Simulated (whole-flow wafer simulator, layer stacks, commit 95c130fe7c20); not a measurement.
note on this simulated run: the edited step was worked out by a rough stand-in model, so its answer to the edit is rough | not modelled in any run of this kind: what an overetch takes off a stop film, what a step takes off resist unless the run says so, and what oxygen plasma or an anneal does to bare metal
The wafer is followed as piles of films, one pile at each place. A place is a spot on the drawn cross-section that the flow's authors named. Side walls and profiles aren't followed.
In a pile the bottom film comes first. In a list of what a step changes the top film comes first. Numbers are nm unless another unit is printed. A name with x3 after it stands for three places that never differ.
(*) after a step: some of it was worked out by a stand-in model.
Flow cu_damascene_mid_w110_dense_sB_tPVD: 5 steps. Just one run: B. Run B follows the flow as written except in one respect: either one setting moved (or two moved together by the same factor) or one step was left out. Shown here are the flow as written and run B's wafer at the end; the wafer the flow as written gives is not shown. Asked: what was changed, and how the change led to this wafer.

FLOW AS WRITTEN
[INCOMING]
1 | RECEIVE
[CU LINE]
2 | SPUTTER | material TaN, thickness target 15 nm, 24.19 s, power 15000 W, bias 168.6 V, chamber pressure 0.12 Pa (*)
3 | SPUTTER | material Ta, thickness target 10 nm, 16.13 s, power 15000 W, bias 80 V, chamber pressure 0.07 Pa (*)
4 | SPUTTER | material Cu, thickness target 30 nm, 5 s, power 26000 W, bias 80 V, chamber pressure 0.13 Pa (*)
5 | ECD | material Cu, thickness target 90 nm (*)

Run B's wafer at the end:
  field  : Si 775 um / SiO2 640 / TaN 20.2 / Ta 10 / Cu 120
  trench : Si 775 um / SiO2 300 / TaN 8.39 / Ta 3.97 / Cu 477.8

The reason: step 2, SPUTTER: thickness target 20.2 nm was run, while the flow as written has thickness target 15 nm; step 2, SPUTTER: 32.66 s was run, where the flow has 24.19 s.
The wafer itself shows it: field has TaN 20.2, and step 2 as written asks for 15 nm.

Step by step, how the change led to this:
  2 | SPUTTER | material TaN, thickness target 15 nm, 24.19 s, power 15000 W, bias 168.6 V, chamber pressure 0.12 Pa (*)
      field: TaN gains 20.2 (new film) (as written it would have been: TaN gains 15 (new film))
      trench: TaN gains 8.39 (new film) (as written it would have been: TaN gains 6.23 (new film))
